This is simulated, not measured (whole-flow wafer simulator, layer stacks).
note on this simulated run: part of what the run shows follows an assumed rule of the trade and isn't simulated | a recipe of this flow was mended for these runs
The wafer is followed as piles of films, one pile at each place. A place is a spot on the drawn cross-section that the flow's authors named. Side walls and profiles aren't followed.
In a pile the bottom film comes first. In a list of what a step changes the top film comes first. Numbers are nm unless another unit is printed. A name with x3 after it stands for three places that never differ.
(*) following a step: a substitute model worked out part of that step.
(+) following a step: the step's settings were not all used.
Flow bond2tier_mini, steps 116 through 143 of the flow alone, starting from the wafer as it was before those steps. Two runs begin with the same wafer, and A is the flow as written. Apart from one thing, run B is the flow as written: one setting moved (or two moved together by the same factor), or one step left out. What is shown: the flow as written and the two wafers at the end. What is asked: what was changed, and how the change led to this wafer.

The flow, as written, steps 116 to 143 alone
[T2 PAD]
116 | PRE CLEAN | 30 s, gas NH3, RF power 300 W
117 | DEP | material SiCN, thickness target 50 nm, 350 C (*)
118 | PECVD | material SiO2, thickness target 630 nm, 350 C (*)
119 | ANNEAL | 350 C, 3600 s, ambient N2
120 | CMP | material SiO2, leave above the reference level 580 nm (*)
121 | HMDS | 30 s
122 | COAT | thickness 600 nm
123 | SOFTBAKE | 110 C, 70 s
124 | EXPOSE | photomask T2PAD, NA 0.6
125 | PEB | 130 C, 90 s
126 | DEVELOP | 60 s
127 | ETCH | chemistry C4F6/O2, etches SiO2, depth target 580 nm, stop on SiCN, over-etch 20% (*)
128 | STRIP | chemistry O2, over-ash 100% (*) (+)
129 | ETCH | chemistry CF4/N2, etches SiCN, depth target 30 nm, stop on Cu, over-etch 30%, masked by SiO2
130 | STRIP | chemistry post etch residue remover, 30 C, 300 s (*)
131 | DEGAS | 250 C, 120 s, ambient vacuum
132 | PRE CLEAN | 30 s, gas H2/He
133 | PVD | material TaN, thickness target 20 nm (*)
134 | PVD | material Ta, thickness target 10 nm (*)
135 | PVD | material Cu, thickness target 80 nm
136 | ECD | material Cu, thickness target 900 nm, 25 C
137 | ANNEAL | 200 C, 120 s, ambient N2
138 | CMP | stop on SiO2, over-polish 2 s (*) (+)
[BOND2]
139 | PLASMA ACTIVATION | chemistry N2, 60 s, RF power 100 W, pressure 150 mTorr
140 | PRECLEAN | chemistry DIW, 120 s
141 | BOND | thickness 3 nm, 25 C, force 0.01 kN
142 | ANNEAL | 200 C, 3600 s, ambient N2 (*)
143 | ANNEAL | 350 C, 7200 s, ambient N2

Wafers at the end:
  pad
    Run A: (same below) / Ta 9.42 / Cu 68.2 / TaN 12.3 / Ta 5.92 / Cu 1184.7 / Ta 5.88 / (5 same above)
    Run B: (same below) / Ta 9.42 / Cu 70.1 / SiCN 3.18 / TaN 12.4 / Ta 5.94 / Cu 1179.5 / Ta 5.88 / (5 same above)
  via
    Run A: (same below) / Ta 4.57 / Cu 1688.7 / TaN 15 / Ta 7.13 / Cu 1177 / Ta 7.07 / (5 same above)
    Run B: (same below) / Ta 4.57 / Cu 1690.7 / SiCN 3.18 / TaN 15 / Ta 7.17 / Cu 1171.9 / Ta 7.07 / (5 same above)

Cause: step 127, ETCH: depth target 522 nm was run, whereas the flow has depth target 580 nm.

Step by step, how the change led to this:
  127 | ETCH | chemistry C4F6/O2, etches SiO2, depth target 580 nm, stop on SiCN, over-etch 20% (*)
      pad, via: A -580 SiO2 (all of it), -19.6 SiCN | B -580 SiO2 (all of it), -7.82 SiCN
      field: A -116 thick-KrF-resist | B -104.4 thick-KrF-resist
  128 | STRIP | chemistry O2, over-ash 100% (*) (+)
      field: A -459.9 thick-KrF-resist (all of it) | B -471.5 thick-KrF-resist (all of it)
  129 | ETCH | chemistry CF4/N2, etches SiCN, depth target 30 nm, stop on Cu, over-etch 30%, masked by SiO2
      pad, via: A -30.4 SiCN (all of it), -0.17 Cu | B -39 SiCN
  130 | STRIP | chemistry post etch residue remover, 30 C, 300 s (*)
      pad, via: A -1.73 Cu | B nothing
With metal films that touch counted as one body, pad has 3 bodies (between them, from the top down: SiCN 3.18; SiO2 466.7 / Si 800 / chemical SiO2 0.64 / SiO2 300 / SiCN 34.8); the flow as written gives 2 bodies (between them, from the top down: SiO2 466.7 / Si 800 / chemical SiO2 0.64 / SiO2 300 / SiCN 34.8).
With metal films that touch counted as one body, via has 2 bodies (between them, from the top down: SiCN 3.18); the flow as written gives 1 body.
